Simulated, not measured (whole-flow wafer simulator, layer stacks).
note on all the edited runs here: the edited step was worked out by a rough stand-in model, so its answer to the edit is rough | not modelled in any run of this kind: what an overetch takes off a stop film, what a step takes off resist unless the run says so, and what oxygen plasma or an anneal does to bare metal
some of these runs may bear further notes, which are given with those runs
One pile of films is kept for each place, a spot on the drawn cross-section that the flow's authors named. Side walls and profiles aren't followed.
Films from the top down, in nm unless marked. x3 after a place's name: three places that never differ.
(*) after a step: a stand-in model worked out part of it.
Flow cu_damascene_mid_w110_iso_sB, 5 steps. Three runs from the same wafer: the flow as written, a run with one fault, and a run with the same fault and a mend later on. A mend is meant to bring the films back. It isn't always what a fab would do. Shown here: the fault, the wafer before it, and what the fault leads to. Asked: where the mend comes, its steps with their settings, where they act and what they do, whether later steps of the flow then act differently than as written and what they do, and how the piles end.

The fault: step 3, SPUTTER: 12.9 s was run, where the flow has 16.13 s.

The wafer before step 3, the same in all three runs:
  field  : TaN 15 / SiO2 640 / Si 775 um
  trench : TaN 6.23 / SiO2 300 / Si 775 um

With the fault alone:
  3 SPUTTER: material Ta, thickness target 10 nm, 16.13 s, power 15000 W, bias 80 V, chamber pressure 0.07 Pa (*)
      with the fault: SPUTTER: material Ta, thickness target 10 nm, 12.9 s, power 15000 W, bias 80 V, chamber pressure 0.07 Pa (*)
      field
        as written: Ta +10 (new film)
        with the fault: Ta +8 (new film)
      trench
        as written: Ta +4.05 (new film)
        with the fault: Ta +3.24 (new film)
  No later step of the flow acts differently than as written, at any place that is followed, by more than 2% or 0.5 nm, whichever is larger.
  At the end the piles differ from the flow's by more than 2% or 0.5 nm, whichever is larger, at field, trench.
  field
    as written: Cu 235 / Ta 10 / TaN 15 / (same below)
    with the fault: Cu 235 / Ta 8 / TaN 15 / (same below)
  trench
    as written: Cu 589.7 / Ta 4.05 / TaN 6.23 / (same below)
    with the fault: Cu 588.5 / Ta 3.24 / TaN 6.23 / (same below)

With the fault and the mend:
  The mend comes after step 3.
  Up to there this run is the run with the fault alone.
  3a SPUTTER: material Ta, thickness target 10 nm, 3.23 s, power 15000 W, bias 80 V, chamber pressure 0.07 Pa (*) (the flow's step 3 once more, with other settings)
      field
        Ta +2
      trench
        Ta +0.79
  No later step of the flow acts differently than as written at any place that is followed.
  At the end the piles differ from the flow's only slightly at the places that both follow, by at most 2% or 0.5 nm, whichever is larger.
